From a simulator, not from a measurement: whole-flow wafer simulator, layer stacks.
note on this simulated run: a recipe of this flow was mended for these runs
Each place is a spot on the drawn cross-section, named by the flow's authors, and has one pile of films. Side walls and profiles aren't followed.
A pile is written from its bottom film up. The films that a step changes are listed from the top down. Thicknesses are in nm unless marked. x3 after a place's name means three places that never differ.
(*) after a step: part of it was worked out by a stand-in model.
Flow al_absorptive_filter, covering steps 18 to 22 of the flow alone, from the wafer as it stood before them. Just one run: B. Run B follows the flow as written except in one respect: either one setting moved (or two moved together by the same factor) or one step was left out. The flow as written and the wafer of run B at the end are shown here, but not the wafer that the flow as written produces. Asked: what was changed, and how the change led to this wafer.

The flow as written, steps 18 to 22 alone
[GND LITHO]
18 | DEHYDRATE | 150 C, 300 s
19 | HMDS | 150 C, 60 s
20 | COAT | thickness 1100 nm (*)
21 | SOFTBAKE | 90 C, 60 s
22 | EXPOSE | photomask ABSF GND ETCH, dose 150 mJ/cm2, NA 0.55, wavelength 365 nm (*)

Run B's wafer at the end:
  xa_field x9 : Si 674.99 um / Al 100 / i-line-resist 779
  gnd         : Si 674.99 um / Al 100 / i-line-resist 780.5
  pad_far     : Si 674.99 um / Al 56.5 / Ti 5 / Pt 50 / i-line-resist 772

What caused this: step 20, COAT: thickness 779 nm was run, while the flow as written has thickness 1100 nm.
The wafer itself shows it: xa_field x9 has i-line-resist 779, and step 20 as written asks for 1100 nm.

Step by step, how the change led to this:
  20 | COAT | thickness 1100 nm (*)
      xa_field x9: +779 i-line-resist (new film) (in the flow as written it would be: +1100 i-line-resist (new film))
      gnd: +780.4 i-line-resist (new film) (in the flow as written it would be: +1101.5 i-line-resist (new film))
      (and at 4 other places as well)
